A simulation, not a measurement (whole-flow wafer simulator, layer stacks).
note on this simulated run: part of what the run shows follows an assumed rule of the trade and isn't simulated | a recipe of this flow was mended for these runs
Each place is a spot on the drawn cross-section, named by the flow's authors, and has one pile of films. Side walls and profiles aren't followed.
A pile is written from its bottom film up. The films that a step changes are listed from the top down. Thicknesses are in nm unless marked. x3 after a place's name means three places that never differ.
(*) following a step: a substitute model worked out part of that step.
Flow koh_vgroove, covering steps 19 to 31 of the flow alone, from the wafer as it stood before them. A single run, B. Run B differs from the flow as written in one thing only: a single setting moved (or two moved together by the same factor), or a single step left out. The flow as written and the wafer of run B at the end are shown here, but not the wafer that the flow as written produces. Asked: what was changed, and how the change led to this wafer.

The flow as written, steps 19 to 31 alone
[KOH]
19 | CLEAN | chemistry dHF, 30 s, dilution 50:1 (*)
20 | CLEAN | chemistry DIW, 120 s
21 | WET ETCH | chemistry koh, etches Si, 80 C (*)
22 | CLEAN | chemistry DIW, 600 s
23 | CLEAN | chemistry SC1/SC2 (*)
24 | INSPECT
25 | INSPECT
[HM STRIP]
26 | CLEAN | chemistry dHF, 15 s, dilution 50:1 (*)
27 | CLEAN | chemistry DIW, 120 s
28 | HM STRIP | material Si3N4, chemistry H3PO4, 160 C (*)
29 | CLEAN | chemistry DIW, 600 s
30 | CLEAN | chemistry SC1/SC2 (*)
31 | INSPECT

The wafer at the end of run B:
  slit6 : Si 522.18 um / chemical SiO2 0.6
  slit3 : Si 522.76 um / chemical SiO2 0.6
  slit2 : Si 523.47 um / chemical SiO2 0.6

The reason: step 21, WET ETCH: 74.7 C was run, though the flow has 80 C.

Step by step, how the change led to this:
  21 | WET ETCH | chemistry koh, etches Si, 80 C (*)
      slit6, slit20: Si loses 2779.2 (as written it would have been: Si loses 3727.8)
